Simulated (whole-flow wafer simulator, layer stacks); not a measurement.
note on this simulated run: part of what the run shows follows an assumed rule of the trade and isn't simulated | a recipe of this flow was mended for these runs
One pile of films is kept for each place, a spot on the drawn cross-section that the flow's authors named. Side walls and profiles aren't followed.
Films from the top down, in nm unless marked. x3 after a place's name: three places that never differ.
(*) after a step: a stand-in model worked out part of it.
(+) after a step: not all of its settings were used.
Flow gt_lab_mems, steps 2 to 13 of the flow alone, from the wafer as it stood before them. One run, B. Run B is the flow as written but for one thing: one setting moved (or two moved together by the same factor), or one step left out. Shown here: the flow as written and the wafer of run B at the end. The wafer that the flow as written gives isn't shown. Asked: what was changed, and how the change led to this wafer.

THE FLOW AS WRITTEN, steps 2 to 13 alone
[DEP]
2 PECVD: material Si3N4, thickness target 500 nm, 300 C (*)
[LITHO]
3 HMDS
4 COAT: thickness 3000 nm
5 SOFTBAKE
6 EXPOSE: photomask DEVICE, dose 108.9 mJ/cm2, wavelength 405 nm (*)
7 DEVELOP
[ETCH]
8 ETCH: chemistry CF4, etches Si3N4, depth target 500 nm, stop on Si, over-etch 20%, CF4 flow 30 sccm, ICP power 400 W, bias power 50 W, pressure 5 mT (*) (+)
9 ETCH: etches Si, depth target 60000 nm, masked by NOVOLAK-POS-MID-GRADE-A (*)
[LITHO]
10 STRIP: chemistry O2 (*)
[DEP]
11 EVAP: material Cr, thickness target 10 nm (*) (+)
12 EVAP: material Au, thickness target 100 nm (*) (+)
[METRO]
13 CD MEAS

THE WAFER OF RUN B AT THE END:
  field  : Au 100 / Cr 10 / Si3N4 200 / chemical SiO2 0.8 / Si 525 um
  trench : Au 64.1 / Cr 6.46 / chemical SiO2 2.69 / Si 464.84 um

The cause: step 2, PECVD: thickness target 200 nm was run, where the flow has thickness target 500 nm.
It can be read off the wafer: field has Si3N4 200, and step 2 as written asks for 500 nm.

How the change led to this, step by step:
  2 PECVD: material Si3N4, thickness target 500 nm, 300 C (*)
      field, trench: Si3N4 +200 (new film) (as written it would be: Si3N4 +500 (new film))
  8 ETCH: chemistry CF4, etches Si3N4, depth target 500 nm, stop on Si, over-etch 20%, CF4 flow 30 sccm, ICP power 400 W, bias power 50 W, pressure 5 mT (*) (+)
      field: g/i-line-resist -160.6 (as written it would be: g/i-line-resist -400)
      trench: Si3N4 -200 (all of it), chemical SiO2 -0.8 (all of it), Si -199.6 (as written it would be: Si3N4 -500 (all of it), chemical SiO2 -0.8 (all of it), Si -49.6)
  10 STRIP: chemistry O2 (*)
      field: g/i-line-resist -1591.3 (all of it) (as written it would be: g/i-line-resist -1352 (all of it))
